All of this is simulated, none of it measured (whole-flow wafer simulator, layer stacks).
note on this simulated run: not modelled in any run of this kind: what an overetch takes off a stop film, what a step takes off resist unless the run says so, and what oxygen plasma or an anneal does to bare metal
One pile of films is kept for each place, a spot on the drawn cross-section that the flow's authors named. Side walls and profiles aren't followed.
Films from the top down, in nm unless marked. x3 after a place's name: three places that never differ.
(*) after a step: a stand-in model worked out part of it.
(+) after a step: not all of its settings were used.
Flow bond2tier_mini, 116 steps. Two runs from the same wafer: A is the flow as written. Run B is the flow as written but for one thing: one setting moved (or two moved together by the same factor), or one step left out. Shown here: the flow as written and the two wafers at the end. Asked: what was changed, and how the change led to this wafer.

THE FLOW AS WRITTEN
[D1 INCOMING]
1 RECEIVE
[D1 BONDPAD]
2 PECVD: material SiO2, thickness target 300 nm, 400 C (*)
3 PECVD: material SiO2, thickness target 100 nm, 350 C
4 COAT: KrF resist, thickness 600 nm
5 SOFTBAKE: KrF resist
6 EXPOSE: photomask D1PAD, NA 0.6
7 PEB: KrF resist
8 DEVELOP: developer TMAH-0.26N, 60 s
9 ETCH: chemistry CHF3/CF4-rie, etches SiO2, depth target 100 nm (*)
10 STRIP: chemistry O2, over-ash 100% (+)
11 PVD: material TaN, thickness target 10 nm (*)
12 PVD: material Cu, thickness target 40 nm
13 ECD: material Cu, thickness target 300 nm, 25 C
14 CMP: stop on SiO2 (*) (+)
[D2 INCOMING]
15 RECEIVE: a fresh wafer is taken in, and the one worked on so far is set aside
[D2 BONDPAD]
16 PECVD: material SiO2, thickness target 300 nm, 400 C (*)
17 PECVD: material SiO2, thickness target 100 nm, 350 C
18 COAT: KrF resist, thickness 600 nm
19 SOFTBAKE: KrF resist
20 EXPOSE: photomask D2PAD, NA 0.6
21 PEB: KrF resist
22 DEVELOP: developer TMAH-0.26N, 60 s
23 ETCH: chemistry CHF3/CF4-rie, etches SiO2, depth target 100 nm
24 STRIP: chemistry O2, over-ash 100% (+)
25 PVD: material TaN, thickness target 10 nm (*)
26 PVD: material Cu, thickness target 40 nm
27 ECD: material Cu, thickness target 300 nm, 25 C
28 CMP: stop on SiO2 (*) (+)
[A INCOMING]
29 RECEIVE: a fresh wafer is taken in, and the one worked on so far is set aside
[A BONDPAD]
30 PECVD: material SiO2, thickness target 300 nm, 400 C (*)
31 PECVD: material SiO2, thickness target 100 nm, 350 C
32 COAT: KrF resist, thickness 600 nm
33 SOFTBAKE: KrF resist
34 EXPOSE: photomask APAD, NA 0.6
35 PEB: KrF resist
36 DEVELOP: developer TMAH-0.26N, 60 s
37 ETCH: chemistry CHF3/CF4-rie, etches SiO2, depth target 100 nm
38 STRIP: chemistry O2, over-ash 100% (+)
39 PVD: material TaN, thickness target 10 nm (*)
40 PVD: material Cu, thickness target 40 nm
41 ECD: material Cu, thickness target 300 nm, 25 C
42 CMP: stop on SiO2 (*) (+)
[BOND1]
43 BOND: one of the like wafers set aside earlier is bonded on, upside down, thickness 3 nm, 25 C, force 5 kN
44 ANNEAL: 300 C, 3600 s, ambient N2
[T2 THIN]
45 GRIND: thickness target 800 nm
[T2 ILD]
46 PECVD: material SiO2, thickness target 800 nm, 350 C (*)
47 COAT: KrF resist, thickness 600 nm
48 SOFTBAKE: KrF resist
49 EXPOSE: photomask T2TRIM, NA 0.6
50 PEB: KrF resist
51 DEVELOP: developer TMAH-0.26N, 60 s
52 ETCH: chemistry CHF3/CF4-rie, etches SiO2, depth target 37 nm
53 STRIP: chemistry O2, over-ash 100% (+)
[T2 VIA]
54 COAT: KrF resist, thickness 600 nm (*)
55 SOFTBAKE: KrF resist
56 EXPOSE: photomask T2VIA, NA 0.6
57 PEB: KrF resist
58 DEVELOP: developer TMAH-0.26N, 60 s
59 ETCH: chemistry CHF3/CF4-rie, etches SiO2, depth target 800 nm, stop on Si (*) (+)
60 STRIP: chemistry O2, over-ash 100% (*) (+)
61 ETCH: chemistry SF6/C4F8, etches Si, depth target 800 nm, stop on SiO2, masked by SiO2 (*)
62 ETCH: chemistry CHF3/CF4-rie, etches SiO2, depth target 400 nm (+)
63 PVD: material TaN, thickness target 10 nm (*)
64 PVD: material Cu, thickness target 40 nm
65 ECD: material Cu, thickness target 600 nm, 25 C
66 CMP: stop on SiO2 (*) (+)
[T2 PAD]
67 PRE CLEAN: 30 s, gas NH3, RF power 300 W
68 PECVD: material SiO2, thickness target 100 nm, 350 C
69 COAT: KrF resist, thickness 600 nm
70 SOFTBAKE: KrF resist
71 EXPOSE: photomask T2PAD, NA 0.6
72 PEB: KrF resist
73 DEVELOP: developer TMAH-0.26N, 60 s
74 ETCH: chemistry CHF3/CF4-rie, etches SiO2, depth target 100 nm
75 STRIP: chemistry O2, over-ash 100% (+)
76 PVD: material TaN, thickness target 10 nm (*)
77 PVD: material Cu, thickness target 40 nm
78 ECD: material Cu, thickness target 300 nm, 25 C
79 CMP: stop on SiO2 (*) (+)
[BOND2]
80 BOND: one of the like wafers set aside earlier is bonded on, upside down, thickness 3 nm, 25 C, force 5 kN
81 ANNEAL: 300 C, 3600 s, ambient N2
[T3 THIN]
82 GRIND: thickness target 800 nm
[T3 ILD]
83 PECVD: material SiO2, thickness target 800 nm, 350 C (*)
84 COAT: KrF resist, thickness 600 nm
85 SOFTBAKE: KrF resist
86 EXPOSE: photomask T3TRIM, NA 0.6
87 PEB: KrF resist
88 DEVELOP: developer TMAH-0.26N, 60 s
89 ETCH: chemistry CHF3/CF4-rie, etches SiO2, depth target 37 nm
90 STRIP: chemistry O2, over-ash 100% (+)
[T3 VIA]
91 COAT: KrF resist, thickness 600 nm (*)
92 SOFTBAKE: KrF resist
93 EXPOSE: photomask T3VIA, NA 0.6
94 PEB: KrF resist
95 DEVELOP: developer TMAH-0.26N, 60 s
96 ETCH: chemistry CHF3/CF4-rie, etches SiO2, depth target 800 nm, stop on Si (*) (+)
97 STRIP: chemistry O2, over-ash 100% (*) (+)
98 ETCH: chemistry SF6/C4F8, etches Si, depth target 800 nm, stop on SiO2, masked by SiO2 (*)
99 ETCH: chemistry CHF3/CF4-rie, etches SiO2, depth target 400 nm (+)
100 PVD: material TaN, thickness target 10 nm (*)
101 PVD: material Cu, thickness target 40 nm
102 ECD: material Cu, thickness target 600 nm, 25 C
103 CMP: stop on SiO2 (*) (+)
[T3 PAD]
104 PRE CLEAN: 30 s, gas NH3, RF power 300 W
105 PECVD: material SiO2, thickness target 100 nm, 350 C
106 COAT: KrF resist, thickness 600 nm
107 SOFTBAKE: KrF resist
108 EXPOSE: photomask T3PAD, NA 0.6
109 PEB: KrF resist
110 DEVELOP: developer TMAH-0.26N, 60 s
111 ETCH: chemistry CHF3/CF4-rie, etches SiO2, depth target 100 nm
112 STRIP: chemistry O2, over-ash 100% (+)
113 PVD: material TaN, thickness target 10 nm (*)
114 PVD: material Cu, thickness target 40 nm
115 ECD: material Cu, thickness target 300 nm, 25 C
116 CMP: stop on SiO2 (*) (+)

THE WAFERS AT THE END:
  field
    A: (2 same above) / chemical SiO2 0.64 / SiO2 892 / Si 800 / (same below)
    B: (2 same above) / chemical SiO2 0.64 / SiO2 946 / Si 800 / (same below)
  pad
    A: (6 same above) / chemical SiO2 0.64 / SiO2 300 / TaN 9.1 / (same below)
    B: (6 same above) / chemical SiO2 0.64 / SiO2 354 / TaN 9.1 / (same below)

The cause: step 17, PECVD: thickness target 154 nm was run, where the flow has thickness target 100 nm.

How the change led to this, step by step:
  17 PECVD: material SiO2, thickness target 100 nm, 350 C
      field, pad, via: A SiO2 +100 | B SiO2 +154
  80 BOND: one of the like wafers set aside earlier is bonded on, upside down, thickness 3 nm, 25 C, force 5 kN
      field: A Si +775 um (new film), chemical SiO2 +0.64 (new film), SiO2 +400 | B Si +775 um (new film), chemical SiO2 +0.64 (new film), SiO2 +454
      pad: A Si +775 um (new film), chemical SiO2 +0.64 (new film), SiO2 +300 (new film), TaN +9.1 (new film), Cu +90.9 | B Si +775 um (new film), chemical SiO2 +0.64 (new film), SiO2 +354 (new film), TaN +9.1 (new film), Cu +90.9
